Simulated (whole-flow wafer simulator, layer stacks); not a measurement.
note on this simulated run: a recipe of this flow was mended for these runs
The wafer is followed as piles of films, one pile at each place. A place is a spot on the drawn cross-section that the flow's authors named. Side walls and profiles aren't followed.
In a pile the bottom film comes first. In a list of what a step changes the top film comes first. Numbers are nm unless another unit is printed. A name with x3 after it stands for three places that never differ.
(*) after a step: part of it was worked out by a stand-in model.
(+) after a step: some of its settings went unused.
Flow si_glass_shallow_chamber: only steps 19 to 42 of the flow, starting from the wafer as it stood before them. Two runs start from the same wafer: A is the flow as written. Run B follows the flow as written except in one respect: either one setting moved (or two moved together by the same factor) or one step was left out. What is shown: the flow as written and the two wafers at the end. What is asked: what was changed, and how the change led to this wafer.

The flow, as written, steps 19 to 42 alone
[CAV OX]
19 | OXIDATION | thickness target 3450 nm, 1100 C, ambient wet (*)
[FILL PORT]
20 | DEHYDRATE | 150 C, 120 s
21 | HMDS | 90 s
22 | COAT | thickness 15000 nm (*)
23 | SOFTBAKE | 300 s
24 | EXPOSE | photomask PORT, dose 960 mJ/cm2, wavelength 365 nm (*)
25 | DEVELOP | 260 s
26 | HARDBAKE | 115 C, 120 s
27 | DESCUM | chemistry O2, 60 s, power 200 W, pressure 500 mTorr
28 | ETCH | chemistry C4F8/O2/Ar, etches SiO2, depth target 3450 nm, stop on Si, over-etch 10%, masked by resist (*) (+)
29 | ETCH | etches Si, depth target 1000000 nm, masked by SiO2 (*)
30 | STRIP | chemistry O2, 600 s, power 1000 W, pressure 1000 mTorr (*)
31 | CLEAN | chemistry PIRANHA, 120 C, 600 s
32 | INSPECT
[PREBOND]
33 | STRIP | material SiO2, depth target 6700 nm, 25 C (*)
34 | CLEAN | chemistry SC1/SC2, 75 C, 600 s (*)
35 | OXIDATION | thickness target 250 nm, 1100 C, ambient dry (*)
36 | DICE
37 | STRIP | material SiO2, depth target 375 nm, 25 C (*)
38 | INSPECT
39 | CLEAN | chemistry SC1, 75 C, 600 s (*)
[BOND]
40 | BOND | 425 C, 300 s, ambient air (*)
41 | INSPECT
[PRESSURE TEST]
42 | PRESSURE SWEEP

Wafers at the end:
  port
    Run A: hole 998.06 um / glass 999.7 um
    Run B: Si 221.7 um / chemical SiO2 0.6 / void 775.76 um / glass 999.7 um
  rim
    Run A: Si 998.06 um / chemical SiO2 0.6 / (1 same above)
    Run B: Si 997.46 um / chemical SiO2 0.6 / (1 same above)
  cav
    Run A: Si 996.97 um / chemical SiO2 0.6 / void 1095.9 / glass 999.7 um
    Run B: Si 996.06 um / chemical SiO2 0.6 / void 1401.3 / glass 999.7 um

Cause: step 19, OXIDATION: thickness target 5520 nm was run, while the flow as written has thickness target 3450 nm.

The path from the change to this, step by step:
  19 | OXIDATION | thickness target 3450 nm, 1100 C, ambient wet (*)
      rim, ramp, septum, ring: A +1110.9 SiO2, -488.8 Si | B +2486.9 SiO2, -1094.2 Si
      cav, port: A +3450 SiO2 (new film), -0.6 chemical SiO2 (all of it), -1517.7 Si | B +5520 SiO2 (new film), -0.6 chemical SiO2 (all of it), -2428.5 Si
  22 | COAT | thickness 15000 nm (*)
      rim: A +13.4 um thick-i-line-resist (new film) | B +13.56 um thick-i-line-resist (new film)
      ramp: A +12.89 um thick-i-line-resist (new film) | B +13.1 um thick-i-line-resist (new film)
      (and at 4 other places as well)
  23 | SOFTBAKE | 300 s
      rim: A -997 thick-i-line-resist | B -888 thick-i-line-resist
      ramp: A -487.1 thick-i-line-resist | B -430 thick-i-line-resist
      (and at 4 other places as well)
  25 | DEVELOP | 260 s
      port: A -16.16 um thick-i-line-resist (all of it) | B -16.04 um thick-i-line-resist (all of it)
  26 | HARDBAKE | 115 C, 120 s
      rim, ramp: A -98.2 thick-i-line-resist | B -101.5 thick-i-line-resist
  28 | ETCH | chemistry C4F8/O2/Ar, etches SiO2, depth target 3450 nm, stop on Si, over-etch 10%, masked by resist (*) (+)
      port: A -3450 SiO2 (all of it), -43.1 Si | B -3795 SiO2
  29 | ETCH | etches Si, depth target 1000000 nm, masked by SiO2 (*)
      port: A +997.05 um hole (new film), -997.05 um Si (all of it) | B -1725 SiO2 (all of it), -774.36 um Si
      rim, ramp: A -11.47 um thick-i-line-resist (all of it), -1617.3 SiO2 | B -11.74 um thick-i-line-resist (all of it), -1475.6 SiO2
      (and at 2 other places as well)
  30 | STRIP | chemistry O2, 600 s, power 1000 W, pressure 1000 mTorr (*)
      port: A nothing | B +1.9 chemical SiO2 (new film), -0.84 Si
      cav: A -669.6 thick-i-line-resist (all of it) | B -551.5 thick-i-line-resist (all of it)
  33 | STRIP | material SiO2, depth target 6700 nm, 25 C (*)
      port: A nothing | B -1.9 chemical SiO2 (all of it)
      rim, ramp: A -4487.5 SiO2 (all of it) | B -6005.3 SiO2 (all of it)
      (and at 3 other places as well)
  34 | CLEAN | chemistry SC1/SC2, 75 C, 600 s (*)
      port: A nothing | B +0.6 chemical SiO2 (new film), -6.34 Si
  35 | OXIDATION | thickness target 250 nm, 1100 C, ambient dry (*)
      port: A nothing | B +250 SiO2 (new film), -0.6 chemical SiO2 (all of it), -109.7 Si
  37 | STRIP | material SiO2, depth target 375 nm, 25 C (*)
      port: A nothing | B -250 SiO2 (all of it)
  39 | CLEAN | chemistry SC1, 75 C, 600 s (*)
      port: A nothing | B +0.6 chemical SiO2 (new film), -6.34 Si
  40 | BOND | 425 C, 300 s, ambient air (*)
      port: A +999.7 um glass (new film), +1017.3 hole | B +999.7 um glass (new film), +775.76 um void (new film)
      cav: A +999.7 um glass (new film), +1095.9 void (new film) | B +999.7 um glass (new film), +1401.3 void (new film)
